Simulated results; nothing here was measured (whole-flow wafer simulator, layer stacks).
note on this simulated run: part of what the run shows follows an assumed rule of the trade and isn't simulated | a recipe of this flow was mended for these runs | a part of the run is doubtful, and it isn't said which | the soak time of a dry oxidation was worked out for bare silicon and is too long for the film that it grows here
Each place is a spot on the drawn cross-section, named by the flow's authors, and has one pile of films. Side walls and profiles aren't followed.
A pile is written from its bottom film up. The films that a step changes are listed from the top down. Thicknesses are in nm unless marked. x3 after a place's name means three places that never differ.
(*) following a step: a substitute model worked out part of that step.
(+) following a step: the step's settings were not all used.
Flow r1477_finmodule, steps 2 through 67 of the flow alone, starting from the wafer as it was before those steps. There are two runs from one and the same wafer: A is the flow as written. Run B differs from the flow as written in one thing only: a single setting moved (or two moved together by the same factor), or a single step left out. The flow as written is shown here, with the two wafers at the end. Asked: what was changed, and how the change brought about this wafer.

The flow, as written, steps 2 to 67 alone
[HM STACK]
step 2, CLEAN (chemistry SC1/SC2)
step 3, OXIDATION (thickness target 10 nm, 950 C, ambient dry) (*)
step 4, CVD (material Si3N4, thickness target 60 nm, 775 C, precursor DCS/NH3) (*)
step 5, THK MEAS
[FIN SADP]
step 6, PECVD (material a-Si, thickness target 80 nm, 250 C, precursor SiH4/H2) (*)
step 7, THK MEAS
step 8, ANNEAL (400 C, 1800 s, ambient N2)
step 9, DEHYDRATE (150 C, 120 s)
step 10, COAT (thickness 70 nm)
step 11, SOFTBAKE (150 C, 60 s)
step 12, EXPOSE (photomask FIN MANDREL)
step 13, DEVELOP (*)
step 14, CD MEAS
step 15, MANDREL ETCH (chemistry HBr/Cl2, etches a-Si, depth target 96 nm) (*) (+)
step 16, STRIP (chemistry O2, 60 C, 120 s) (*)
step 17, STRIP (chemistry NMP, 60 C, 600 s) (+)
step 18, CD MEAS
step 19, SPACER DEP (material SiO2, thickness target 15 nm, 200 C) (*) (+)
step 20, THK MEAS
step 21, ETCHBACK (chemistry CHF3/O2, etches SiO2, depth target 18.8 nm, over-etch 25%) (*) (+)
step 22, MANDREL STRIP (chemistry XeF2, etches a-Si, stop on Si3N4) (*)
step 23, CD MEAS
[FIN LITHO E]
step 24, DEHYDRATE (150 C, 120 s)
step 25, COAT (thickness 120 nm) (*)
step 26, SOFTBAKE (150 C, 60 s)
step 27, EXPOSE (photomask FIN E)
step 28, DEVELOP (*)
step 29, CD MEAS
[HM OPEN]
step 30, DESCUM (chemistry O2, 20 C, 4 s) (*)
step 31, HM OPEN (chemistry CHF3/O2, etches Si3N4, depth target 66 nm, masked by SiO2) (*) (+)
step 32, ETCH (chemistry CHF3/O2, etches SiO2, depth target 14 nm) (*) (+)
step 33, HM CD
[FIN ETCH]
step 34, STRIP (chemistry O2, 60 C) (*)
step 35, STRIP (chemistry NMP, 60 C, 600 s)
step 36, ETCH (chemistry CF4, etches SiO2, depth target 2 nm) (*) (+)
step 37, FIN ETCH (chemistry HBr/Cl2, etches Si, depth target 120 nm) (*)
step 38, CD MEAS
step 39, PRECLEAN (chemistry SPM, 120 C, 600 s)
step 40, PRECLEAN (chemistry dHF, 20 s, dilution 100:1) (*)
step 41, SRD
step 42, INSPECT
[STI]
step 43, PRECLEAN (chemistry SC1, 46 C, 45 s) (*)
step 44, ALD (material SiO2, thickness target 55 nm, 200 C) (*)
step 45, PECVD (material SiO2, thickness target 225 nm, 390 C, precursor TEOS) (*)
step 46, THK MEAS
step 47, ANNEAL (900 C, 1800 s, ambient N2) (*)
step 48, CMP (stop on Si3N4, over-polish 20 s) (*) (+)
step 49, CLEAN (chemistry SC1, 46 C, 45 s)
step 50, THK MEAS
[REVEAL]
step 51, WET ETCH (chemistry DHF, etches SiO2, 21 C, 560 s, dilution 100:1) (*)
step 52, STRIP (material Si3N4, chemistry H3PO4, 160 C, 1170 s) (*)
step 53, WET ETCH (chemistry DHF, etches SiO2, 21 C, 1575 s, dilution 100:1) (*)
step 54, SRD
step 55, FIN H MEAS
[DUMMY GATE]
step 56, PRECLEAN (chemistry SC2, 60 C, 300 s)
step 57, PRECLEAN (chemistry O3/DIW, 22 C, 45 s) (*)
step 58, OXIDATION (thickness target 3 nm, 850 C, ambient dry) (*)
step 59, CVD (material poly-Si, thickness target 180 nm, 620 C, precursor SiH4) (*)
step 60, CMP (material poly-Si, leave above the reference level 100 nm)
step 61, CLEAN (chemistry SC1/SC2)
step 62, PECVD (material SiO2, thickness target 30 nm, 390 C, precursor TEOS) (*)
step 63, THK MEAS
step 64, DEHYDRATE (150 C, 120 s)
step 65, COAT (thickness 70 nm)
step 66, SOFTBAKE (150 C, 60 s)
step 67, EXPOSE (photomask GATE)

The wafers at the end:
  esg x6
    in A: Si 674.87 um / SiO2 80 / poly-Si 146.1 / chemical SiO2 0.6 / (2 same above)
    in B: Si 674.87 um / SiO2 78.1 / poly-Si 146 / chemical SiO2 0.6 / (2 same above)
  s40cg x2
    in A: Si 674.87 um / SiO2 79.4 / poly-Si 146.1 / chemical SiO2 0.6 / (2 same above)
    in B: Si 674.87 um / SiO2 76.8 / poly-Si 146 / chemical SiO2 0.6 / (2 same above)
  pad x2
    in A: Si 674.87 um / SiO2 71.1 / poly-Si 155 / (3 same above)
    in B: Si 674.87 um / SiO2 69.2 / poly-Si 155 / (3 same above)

The reason: step 32, ETCH: depth target 4.9 nm was run, whereas the flow has depth target 14 nm.

The path from the change to this, step by step:
  step 32, ETCH (chemistry CHF3/O2, etches SiO2, depth target 14 nm) (*) (+)
      s40cg x2, s45cg x2, s50cg x2: A SiO2 loses 7 (all of it), Si loses 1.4 | B SiO2 loses 4.9
      pad x2, esg x6, e200sg x2, s40sg x2, s45sg x2, s50sg x2: A SiO2 loses 4.05 (all of it), Si loses 1.99 | B SiO2 loses 4.05 (all of it), Si loses 0.17
      (as well as at 14 more places)
  step 34, STRIP (chemistry O2, 60 C) (*)
      s40cg x2, s45cg x2, s50cg x2: A chemical SiO2 gains 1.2 (new film), Si loses 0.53 | B nothing
      elg x8: A e-beam-resist loses 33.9 (all of it) | B e-beam-resist loses 42.6 (all of it)
  step 36, ETCH (chemistry CF4, etches SiO2, depth target 2 nm) (*) (+)
      s40cg x2, s45cg x2, s50cg x2: A chemical SiO2 loses 1.2 (all of it), Si loses 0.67 | B SiO2 loses 2.1 (all of it)
  step 44, ALD (material SiO2, thickness target 55 nm, 200 C) (*)
      s40cg x2, s45cg x2, s50cg x2: A SiO2 gains 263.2 (new film) | B SiO2 gains 269.7 (new film)
      s40sg x2, s45sg x2, s50sg x2: A SiO2 gains 263.8 (new film) | B SiO2 gains 271 (new film)
  step 48, CMP (stop on Si3N4, over-polish 20 s) (*) (+)
      s40cg x2, s40sg x2, s45cg x2, s45sg x2, s50cg x2, s50sg x2: A SiO2 loses 288.1 | B SiO2 loses 297.2
      s40sg_line x2, s45sg_line x2, s50sg_line x2: A SiO2 loses 287 (all of it), Si3N4 loses 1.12 | B SiO2 loses 296.1 (all of it), Si3N4 loses 1.12
      (as well as at 2 more places)
